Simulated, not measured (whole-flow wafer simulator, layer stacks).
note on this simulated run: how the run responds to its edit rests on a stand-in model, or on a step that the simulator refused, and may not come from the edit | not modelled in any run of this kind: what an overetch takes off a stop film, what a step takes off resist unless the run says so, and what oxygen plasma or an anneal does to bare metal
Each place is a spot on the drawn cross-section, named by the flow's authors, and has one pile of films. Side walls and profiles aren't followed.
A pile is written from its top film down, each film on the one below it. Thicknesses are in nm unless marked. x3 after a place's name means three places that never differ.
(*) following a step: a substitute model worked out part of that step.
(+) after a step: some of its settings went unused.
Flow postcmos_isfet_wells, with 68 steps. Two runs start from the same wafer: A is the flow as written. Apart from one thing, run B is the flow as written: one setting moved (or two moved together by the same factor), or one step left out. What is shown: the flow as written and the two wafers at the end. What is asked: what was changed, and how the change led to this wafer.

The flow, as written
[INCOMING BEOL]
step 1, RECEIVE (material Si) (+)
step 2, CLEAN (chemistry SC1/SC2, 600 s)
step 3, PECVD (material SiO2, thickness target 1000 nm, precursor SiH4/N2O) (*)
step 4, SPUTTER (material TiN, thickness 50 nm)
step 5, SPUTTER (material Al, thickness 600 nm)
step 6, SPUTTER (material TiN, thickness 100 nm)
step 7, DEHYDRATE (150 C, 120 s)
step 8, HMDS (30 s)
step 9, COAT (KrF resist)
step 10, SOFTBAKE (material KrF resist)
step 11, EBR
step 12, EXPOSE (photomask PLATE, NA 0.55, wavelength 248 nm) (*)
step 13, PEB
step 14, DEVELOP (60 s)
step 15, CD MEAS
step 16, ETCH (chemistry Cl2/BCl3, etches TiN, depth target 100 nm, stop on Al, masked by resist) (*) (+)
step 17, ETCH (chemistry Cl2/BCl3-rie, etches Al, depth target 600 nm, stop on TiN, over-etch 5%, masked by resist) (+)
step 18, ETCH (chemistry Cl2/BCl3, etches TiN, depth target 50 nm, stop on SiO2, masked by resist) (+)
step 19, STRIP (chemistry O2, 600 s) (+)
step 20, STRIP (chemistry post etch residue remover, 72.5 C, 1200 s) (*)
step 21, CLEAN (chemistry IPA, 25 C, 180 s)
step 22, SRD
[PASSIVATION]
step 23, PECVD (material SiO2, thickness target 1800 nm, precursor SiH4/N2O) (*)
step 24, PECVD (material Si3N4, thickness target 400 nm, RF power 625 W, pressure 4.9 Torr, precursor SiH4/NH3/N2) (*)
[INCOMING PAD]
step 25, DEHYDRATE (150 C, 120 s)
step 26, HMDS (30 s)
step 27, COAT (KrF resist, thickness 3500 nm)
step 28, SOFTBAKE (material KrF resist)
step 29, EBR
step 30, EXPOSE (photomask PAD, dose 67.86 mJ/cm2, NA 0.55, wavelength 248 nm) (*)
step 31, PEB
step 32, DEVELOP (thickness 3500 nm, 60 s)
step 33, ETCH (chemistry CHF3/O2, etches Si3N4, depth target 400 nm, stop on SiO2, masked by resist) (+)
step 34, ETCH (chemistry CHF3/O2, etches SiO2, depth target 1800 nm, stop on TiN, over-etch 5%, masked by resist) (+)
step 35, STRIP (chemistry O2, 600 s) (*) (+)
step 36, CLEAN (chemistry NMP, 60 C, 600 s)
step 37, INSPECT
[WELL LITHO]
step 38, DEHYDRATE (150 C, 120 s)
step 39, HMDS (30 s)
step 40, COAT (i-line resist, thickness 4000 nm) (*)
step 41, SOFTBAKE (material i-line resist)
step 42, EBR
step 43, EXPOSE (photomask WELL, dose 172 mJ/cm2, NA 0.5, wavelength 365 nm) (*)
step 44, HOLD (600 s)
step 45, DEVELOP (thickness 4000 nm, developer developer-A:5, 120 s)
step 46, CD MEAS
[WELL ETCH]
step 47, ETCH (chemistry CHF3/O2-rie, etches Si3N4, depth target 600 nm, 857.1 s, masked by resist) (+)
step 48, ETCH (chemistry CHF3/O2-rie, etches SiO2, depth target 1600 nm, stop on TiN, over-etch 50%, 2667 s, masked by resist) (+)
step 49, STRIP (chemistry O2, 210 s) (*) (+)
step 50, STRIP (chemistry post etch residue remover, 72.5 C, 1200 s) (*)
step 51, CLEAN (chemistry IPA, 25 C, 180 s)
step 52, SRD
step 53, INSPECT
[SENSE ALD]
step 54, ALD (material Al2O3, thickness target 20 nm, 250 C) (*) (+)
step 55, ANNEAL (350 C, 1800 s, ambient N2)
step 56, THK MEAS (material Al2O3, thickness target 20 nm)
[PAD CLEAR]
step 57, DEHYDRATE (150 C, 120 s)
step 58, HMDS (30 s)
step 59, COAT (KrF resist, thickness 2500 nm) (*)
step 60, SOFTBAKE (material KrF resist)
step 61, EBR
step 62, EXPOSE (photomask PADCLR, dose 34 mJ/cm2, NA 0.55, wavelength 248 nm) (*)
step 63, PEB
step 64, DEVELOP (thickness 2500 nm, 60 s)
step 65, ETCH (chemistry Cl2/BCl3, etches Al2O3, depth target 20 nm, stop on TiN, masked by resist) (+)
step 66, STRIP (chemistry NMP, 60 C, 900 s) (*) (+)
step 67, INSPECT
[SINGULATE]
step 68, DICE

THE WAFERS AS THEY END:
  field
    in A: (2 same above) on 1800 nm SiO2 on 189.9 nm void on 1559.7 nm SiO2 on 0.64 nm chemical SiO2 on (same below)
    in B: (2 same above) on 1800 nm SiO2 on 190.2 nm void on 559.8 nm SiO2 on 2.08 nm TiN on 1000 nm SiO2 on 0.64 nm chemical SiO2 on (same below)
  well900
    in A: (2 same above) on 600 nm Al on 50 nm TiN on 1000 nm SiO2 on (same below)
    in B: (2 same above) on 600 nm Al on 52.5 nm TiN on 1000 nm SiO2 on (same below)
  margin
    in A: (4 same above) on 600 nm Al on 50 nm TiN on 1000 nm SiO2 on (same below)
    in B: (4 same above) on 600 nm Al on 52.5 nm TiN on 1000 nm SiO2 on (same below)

The reason: step 4, SPUTTER: thickness 52.5 nm was run, though the flow has thickness 50 nm.
The wafer itself shows it: well900 has TiN 52.5, and step 4 as written asks for 50 nm.

The path from the change to this, step by step:
  step 4, SPUTTER (material TiN, thickness 50 nm)
      field, margin, well900, well1300 x3, pad_rim, pad_clr, pad_open: A +50 TiN (new film) | B +52.5 TiN (new film)
  step 18, ETCH (chemistry Cl2/BCl3, etches TiN, depth target 50 nm, stop on SiO2, masked by resist) (+)
      field: A -50 TiN (all of it) | B -50 TiN
  step 23, PECVD (material SiO2, thickness target 1800 nm, precursor SiH4/N2O) (*)
      field: A +1800 SiO2 (new film), +189.9 void (new film), +559.7 SiO2 | B +1800 SiO2 (new film), +190.2 void (new film), +559.8 SiO2 (new film)
If metal films that touch count as one body, field has 1 body; the flow as written gives 0 bodies.
